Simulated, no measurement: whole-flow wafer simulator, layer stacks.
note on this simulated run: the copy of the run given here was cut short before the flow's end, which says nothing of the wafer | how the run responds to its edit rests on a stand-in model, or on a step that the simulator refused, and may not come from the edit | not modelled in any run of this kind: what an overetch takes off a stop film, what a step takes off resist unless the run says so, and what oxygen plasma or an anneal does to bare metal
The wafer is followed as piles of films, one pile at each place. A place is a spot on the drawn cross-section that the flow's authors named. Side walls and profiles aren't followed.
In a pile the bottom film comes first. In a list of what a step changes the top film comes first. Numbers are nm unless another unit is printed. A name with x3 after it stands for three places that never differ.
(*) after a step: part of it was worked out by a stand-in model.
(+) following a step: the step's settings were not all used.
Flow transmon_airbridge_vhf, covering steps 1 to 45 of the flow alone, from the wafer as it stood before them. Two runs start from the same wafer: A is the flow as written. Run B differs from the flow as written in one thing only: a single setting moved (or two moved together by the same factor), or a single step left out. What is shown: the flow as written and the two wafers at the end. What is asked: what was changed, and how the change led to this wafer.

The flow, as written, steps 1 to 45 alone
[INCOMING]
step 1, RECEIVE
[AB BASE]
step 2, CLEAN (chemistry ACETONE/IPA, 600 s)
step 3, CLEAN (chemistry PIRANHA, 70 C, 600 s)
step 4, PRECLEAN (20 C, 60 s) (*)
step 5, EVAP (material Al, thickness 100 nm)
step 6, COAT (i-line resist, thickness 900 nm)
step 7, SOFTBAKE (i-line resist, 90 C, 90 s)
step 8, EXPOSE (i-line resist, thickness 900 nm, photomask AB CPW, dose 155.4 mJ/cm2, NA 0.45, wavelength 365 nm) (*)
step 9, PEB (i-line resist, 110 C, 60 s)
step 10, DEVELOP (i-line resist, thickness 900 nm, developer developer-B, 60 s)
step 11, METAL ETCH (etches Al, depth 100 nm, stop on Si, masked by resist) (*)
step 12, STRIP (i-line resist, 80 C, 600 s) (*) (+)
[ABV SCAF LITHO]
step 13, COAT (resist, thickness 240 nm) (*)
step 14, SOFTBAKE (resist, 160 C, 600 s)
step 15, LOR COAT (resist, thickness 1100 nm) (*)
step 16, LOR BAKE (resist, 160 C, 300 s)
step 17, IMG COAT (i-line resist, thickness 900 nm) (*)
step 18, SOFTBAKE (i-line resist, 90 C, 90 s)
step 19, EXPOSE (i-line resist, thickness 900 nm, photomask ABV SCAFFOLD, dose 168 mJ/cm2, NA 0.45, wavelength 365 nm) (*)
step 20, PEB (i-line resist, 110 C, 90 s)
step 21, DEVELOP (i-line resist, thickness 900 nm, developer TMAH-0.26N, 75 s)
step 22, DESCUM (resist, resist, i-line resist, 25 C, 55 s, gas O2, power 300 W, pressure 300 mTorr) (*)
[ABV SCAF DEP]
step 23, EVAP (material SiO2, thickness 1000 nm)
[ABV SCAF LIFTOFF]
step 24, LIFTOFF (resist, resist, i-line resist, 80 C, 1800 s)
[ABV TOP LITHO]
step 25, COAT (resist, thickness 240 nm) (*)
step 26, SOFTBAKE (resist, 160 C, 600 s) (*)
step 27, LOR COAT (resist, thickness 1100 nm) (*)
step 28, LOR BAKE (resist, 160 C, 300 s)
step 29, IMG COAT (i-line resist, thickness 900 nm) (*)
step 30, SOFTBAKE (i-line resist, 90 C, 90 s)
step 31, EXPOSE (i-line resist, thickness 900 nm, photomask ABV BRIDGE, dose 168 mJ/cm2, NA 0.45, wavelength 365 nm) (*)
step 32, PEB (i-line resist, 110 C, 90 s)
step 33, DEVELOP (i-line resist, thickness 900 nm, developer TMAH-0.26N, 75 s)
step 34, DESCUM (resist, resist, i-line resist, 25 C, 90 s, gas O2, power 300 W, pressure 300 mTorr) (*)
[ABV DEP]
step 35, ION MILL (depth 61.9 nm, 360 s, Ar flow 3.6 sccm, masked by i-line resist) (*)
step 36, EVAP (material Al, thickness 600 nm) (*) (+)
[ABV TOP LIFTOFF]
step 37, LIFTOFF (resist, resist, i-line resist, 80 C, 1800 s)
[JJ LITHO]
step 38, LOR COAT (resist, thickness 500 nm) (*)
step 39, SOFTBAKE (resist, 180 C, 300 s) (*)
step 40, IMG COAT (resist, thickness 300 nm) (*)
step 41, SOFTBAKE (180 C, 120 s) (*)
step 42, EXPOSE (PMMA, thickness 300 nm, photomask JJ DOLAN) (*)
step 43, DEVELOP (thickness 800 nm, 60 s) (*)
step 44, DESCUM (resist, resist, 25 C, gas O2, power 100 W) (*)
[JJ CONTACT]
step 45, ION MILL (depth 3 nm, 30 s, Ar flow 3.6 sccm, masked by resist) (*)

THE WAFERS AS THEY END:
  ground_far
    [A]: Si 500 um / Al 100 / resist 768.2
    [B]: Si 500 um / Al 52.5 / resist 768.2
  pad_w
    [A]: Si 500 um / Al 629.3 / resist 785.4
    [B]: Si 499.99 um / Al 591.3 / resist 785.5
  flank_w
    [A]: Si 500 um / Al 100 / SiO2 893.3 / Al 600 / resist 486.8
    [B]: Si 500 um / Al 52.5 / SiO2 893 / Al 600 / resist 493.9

The reason: step 5, EVAP: thickness 52.5 nm was run, while the flow as written has thickness 100 nm.
The wafer lets one read it off: ground_far has Al 52.5, and step 5 as written asks for 100 nm.

How this came from the change, step by step:
  step 5, EVAP (material Al, thickness 100 nm)
      field x3, jj_line, ground_far and 12 more: A +100 Al (new film) | B +52.5 Al (new film)
  step 11, METAL ETCH (etches Al, depth 100 nm, stop on Si, masked by resist) (*)
      ground_far, pad_w, flank_w and 8 more: A -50 i-line resist | B -39.4 i-line resist
      field x3, jj_line, gap_w, gap_e: A -100 Al (all of it) | B -52.5 Al (all of it)
  step 13, COAT (resist, thickness 240 nm) (*)
      flank_w, flank_e: A +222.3 resist (new film) | B +230.2 resist (new film)
      gap_w, gap_e: A +251.7 resist (new film) | B +246.4 resist (new film)
  step 22, DESCUM (resist, resist, i-line resist, 25 C, 55 s, gas O2, power 300 W, pressure 300 mTorr) (*)
      flank_w, flank_e: A -222.3 resist (all of it) | B -230.2 resist (all of it)
      gap_w, gap_e: A -251.7 resist (all of it) | B -246.4 resist (all of it)
  step 25, COAT (resist, thickness 240 nm) (*)
      flank_w, flank_e: A +152.6 resist (new film) | B +158.2 resist (new film)
      gap_w, gap_e: A +210.7 resist (new film) | B +205.6 resist (new film)
  step 34, DESCUM (resist, resist, i-line resist, 25 C, 90 s, gas O2, power 300 W, pressure 300 mTorr) (*)
      flank_w, flank_e: A -152.6 resist (all of it) | B -158.2 resist (all of it)
      gap_w, gap_e: A -210.7 resist (all of it) | B -205.6 resist (all of it)
  step 35, ION MILL (depth 61.9 nm, 360 s, Ar flow 3.6 sccm, masked by i-line resist) (*)
      pad_w, pad_e: A -61.9 Al | B -52.5 Al (all of it), -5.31 Si
  step 36, EVAP (material Al, thickness 600 nm) (*) (+)
      pad_w, pad_e: A +591.2 Al | B +591.3 Al (new film)
  step 40, IMG COAT (resist, thickness 300 nm) (*)
      flank_w, flank_e: A +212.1 resist | B +219.4 resist
